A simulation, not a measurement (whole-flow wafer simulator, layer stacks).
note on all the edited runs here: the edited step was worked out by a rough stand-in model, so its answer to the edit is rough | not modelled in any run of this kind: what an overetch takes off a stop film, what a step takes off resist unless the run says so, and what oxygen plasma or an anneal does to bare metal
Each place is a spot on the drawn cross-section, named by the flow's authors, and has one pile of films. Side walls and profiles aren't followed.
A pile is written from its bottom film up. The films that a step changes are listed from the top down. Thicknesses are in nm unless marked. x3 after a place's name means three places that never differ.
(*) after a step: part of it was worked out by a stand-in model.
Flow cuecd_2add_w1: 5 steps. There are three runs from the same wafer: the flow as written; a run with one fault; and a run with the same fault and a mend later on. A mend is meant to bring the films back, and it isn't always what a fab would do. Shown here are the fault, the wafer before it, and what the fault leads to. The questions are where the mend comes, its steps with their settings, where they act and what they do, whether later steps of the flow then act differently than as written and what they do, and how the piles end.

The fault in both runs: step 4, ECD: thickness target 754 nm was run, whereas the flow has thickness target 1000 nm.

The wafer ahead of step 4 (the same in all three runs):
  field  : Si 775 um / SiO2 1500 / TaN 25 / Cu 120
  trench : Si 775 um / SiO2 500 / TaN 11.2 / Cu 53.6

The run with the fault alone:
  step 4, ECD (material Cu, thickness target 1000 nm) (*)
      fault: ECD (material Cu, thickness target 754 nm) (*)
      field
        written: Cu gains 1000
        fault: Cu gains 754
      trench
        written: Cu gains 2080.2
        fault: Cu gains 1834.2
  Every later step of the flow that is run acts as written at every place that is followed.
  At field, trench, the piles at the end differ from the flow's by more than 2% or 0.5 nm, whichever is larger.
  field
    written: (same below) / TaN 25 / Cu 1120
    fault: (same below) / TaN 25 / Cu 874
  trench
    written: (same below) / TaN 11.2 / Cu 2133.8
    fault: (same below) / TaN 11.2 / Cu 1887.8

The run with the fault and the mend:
  The mend follows step 5.
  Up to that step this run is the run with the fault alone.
  step 5a, ECD (material Cu, thickness target 246 nm) (the flow's step 4 again, with other settings)
      field, trench
        Cu gains 246
  Every later step of the flow that is run acts as written at every place that is followed.
  The piles end the same as the flow's at every place that both follow.
